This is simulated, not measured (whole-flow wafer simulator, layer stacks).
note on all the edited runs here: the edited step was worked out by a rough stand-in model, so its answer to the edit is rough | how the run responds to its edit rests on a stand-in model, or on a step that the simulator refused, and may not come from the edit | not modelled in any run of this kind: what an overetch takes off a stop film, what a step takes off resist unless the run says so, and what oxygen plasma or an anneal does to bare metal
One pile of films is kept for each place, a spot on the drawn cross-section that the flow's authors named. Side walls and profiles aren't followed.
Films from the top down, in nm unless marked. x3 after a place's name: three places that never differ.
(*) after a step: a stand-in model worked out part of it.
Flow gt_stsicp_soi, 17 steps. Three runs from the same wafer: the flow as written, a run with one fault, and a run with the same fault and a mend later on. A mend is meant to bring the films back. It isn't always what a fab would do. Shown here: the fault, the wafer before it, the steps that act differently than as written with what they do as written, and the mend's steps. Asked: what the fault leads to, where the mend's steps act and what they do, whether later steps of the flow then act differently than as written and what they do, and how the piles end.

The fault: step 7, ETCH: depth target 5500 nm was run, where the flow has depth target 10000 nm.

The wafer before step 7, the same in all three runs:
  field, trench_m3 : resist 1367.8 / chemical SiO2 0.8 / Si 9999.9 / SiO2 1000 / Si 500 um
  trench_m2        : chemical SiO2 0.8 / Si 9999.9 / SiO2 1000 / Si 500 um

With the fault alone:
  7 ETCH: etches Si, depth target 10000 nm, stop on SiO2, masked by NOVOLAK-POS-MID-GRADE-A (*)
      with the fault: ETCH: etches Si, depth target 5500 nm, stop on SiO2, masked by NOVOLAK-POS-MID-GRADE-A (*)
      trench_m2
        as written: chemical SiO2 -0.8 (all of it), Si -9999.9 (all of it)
        with the fault: chemical SiO2 -0.8 (all of it), Si -5500
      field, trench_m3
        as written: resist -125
        with the fault: resist -68.8
  Later steps of the flow that act differently than as written (1 more step differs only slightly, by at most 2% or 0.5 nm, whichever is larger, and isn't shown):
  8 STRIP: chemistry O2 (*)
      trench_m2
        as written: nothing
        with the fault: chemical SiO2 +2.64 (new film), Si -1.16
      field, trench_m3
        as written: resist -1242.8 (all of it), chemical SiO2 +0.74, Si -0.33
        with the fault: resist -1299.1 (all of it), chemical SiO2 +0.75, Si -0.33
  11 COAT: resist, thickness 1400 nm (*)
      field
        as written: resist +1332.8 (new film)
        with the fault: resist +1362.8 (new film)
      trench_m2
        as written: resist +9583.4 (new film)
        with the fault: resist +5972.7 (new film)
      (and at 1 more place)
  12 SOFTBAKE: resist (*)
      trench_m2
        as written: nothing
        with the fault: resist +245
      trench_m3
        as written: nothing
        with the fault: resist +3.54
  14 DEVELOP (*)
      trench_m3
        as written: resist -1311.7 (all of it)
        with the fault: resist -1354.8 (all of it)
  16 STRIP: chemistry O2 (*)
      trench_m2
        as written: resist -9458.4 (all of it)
        with the fault: resist -6092.7 (all of it), chemical SiO2 +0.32, Si -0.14
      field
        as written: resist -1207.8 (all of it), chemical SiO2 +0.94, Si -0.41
        with the fault: resist -1238.2 (all of it), chemical SiO2 +0.74, Si -0.32
  At the end the piles differ from the flow's by more than 2% or 0.5 nm, whichever is larger, at trench_m2.
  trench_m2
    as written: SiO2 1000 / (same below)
    with the fault: chemical SiO2 2.95 / Si 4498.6 / SiO2 1000 / (same below)

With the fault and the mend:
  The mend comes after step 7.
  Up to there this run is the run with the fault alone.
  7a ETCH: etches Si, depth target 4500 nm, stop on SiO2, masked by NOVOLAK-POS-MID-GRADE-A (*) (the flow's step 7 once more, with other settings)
      field, trench_m3
        resist -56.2
      trench_m2
        Si -4499.9 (all of it)
  No later step of the flow acts differently than as written at any place that is followed.
  At the end the piles are the same as the flow's at every place that both follow.
